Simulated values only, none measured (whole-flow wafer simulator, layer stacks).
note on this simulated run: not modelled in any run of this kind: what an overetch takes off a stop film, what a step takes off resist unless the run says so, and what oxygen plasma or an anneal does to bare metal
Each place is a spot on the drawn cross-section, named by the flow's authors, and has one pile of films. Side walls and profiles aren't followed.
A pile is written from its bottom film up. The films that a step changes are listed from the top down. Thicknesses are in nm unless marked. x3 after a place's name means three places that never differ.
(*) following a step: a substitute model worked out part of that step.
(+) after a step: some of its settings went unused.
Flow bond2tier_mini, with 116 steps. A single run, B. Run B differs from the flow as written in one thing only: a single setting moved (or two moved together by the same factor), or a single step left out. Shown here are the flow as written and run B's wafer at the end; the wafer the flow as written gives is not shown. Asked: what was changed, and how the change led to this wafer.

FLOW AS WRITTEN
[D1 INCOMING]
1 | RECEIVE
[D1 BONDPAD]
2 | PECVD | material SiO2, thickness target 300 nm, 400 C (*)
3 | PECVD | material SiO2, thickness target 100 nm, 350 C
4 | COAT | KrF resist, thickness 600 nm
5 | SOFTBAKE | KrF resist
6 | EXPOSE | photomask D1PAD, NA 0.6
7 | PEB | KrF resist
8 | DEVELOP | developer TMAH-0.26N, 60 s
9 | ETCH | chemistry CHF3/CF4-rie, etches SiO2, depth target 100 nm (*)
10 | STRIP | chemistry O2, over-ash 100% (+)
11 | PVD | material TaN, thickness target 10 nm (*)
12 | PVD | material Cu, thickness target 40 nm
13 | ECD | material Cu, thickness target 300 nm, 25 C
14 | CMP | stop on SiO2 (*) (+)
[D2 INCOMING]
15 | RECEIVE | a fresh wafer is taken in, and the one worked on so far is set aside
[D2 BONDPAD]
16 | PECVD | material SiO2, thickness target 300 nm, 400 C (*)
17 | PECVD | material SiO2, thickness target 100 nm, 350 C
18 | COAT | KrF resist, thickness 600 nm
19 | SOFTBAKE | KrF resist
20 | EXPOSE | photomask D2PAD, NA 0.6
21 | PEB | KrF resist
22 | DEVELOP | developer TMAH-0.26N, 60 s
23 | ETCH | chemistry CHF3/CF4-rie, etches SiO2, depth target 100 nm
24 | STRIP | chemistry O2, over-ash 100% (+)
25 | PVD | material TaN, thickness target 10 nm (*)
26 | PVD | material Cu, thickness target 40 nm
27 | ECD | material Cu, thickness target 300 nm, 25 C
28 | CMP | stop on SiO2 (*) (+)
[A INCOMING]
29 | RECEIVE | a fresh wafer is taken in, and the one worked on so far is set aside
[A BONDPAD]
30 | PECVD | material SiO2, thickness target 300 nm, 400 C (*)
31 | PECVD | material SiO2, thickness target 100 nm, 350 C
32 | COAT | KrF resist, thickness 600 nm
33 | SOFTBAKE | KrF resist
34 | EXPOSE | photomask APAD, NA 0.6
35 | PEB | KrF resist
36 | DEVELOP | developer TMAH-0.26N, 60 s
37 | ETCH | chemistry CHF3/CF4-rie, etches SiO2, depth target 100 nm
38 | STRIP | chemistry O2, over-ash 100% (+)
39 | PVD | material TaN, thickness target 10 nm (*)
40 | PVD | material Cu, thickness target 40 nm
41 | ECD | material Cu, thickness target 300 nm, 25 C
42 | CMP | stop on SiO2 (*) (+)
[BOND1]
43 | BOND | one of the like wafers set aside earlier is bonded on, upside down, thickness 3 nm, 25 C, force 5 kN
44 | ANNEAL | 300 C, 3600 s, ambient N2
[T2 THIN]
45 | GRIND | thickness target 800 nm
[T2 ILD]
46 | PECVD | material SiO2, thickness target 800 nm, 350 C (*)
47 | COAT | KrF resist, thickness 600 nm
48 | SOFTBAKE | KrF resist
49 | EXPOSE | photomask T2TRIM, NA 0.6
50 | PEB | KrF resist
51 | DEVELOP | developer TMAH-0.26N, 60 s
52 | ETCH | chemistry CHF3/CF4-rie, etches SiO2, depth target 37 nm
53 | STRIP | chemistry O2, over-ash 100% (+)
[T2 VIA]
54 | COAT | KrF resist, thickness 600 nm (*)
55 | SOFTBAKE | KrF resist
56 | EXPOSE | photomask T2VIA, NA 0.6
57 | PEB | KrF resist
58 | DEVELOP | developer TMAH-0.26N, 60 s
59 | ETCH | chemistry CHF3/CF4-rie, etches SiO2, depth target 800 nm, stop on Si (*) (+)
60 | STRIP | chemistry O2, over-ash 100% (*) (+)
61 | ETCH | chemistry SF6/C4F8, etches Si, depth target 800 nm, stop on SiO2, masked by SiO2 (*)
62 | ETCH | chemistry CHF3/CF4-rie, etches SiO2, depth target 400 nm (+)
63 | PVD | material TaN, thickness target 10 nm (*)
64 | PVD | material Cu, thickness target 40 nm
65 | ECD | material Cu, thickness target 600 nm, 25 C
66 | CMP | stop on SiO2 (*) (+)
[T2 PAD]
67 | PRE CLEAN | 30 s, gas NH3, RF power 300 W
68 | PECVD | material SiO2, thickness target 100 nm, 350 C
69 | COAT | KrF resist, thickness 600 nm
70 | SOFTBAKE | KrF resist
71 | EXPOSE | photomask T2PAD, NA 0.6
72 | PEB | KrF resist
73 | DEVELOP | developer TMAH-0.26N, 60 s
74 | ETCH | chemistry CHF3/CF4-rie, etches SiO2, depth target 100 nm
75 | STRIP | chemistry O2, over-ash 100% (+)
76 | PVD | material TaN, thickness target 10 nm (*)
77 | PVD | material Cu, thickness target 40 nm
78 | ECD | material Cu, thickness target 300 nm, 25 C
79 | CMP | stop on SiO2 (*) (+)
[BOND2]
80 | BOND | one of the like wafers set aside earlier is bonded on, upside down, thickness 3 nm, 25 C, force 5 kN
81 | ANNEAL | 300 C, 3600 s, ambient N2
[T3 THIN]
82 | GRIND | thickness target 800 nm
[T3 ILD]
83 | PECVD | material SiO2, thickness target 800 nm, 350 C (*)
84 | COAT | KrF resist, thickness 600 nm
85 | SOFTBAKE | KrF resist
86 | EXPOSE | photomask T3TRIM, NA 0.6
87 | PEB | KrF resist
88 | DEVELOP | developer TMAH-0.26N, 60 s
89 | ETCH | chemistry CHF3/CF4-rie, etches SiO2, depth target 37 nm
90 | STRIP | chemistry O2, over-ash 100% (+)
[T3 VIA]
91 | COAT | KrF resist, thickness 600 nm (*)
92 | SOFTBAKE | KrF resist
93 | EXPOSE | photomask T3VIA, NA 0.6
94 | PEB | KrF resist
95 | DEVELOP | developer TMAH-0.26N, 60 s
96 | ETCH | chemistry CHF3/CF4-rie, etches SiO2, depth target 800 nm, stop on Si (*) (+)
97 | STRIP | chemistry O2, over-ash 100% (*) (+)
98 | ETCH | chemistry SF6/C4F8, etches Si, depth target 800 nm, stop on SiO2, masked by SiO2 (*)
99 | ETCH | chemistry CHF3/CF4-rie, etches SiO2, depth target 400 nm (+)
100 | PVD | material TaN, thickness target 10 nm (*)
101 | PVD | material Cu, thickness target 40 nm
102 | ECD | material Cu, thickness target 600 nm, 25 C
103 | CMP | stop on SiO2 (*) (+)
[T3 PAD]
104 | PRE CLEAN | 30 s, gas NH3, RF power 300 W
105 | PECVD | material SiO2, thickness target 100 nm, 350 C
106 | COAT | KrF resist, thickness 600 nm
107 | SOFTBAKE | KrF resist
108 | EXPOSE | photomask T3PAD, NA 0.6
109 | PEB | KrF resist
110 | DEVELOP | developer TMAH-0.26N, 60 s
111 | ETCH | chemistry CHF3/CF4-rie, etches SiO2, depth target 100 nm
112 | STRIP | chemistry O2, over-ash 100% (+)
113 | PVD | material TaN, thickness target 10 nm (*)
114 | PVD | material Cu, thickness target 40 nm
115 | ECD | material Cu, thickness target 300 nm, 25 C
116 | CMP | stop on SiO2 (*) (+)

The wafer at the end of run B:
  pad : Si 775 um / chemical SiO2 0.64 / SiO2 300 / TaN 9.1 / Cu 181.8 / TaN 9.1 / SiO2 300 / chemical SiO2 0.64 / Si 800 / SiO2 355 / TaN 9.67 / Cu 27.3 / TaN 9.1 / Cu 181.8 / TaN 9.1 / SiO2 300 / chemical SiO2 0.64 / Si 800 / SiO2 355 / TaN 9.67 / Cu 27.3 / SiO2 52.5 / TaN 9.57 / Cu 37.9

What caused this: step 111, ETCH: depth target 47.5 nm was run, whereas the flow has depth target 100 nm.

The path from the change to this, step by step:
  111 | ETCH | chemistry CHF3/CF4-rie, etches SiO2, depth target 100 nm
      pad: SiO2 loses 47.5 (in the flow as written it would be: SiO2 loses 100 (all of it))
      field: KrF resist loses 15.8 (in the flow as written it would be: KrF resist loses 33.3)
  112 | STRIP | chemistry O2, over-ash 100% (+)
      field: KrF resist loses 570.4 (all of it) (in the flow as written it would be: KrF resist loses 552.9 (all of it))
  114 | PVD | material Cu, thickness target 40 nm
      pad: Cu gains 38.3 (new film) (in the flow as written it would be: Cu gains 36.4 (new film))
  115 | ECD | material Cu, thickness target 300 nm, 25 C
      pad: Cu gains 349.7 (in the flow as written it would be: Cu gains 404.5)
If metal films that touch count as one body, pad has 4 bodies (between them, from the top down: SiO2 52.5; SiO2 355 / Si 800 / chemical SiO2 0.64 / SiO2 300; SiO2 355 / Si 800 / chemical SiO2 0.64 / SiO2 300); the flow as written gives 3 bodies (between them, from the top down: SiO2 355 / Si 800 / chemical SiO2 0.64 / SiO2 300; SiO2 355 / Si 800 / chemical SiO2 0.64 / SiO2 300).
